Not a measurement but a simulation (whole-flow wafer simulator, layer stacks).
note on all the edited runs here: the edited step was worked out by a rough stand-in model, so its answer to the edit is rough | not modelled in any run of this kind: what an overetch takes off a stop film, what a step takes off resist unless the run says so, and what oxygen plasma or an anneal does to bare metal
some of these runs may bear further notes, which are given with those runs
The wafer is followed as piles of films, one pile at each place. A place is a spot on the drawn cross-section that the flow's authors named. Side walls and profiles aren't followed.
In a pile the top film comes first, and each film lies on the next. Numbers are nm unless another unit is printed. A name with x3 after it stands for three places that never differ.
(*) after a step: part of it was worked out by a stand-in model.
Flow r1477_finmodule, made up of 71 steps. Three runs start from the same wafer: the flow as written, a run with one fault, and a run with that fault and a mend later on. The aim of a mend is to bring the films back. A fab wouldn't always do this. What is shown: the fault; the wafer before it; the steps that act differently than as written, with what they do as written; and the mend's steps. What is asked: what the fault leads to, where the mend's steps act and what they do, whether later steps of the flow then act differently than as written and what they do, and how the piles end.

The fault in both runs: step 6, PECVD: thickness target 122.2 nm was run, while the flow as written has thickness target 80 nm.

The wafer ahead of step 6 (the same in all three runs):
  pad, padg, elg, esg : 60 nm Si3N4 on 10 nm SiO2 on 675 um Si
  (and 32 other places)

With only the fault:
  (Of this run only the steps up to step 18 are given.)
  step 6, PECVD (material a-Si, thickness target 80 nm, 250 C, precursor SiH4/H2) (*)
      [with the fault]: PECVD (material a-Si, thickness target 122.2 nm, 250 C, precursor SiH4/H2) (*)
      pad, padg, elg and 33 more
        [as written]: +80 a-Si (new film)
        [with the fault]: +122.2 a-Si (new film)
  Steps later in the flow that act otherwise than as written:
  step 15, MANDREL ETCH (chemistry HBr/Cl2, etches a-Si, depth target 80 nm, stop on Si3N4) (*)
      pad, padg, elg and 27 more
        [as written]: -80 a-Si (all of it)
        [with the fault]: -80 a-Si
  Once step 18 is done, the piles at pad, padg, elg and 33 more depart from the flow's by more than 2% or 0.5 nm, whichever is larger.
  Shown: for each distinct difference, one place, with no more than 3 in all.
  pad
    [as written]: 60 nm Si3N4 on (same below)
    [with the fault]: 42.2 nm a-Si on 60 nm Si3N4 on (same below)
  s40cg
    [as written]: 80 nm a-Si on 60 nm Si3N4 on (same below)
    [with the fault]: 122.2 nm a-Si on 60 nm Si3N4 on (same below)

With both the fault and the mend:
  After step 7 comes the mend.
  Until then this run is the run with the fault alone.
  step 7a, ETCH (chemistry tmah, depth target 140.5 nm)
      pad, padg, elg and 33 more
        -122.2 a-Si (all of it)
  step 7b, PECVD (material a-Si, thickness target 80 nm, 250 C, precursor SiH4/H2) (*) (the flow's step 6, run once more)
      pad, padg, elg and 33 more
        +80 a-Si (new film)
  Every later step of the flow that is run acts as written at every place that is followed.
  By the end, the piles equal the flow's at every place that both follow.
